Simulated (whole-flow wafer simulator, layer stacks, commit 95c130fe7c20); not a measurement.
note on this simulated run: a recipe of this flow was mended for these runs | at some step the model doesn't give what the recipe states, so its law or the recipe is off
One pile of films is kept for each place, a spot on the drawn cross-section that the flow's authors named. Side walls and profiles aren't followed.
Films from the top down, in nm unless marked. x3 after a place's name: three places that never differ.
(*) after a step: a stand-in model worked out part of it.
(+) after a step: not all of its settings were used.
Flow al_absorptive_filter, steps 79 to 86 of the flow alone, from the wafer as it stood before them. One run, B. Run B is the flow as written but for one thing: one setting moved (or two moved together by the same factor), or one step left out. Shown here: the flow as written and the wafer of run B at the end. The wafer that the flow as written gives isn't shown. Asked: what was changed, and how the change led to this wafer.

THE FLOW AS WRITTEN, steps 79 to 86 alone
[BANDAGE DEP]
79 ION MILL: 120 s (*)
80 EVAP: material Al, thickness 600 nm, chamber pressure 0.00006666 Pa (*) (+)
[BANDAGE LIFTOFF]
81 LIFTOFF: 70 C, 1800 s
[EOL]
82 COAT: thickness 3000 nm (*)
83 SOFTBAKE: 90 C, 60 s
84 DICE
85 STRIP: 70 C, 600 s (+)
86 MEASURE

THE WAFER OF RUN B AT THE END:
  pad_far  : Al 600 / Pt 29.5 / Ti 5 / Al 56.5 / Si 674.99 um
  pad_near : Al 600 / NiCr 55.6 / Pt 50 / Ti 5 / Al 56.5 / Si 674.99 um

The cause: step 79, ION MILL: 168 s was run, where the flow has 120 s.

How the change led to this, step by step:
  79 ION MILL: 120 s (*)
      gnd, ledge, res and 9 more: i-line-resist -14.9 (as written it would be: i-line-resist -10.7)
      pad_far: Pt -20.5 (as written it would be: Pt -14.7)
      (and at 1 more place)
